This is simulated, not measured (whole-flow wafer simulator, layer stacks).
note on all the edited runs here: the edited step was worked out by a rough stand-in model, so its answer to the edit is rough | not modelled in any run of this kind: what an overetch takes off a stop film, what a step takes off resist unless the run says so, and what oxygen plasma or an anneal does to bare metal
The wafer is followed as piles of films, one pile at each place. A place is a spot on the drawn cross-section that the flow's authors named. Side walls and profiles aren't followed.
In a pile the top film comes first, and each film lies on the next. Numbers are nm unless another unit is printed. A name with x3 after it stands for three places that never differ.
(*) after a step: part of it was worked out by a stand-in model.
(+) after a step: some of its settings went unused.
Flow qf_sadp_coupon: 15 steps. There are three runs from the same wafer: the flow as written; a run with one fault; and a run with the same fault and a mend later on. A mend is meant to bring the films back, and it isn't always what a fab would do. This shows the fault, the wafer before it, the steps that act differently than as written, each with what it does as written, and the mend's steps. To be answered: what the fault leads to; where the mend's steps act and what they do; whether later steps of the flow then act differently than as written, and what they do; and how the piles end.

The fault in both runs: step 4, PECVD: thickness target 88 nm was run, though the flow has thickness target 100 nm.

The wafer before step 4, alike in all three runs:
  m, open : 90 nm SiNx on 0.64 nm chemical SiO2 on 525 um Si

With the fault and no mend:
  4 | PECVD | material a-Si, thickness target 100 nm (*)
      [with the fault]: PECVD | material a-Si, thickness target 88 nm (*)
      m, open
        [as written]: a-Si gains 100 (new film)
        [with the fault]: a-Si gains 88 (new film)
  Steps further on in the flow that do not act as written:
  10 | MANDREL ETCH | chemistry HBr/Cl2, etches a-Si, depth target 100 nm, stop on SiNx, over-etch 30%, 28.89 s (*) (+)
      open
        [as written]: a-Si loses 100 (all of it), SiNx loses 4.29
        [with the fault]: a-Si loses 88 (all of it), SiNx loses 6
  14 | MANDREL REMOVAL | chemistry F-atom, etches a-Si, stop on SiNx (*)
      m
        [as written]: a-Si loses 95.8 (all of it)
        [with the fault]: a-Si loses 83.8 (all of it)
  At open, the piles at the end differ from the flow's by more than 2% or 0.5 nm, whichever is larger.
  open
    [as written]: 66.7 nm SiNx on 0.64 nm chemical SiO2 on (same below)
    [with the fault]: 65 nm SiNx on 0.64 nm chemical SiO2 on (same below)

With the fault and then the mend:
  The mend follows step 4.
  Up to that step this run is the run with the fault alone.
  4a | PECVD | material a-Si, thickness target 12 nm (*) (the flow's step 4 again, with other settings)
      m, open
        a-Si gains 12
  Later steps of the flow that are run all act as written at every place that is followed.
  By the end, the piles equal the flow's at every place that both follow.
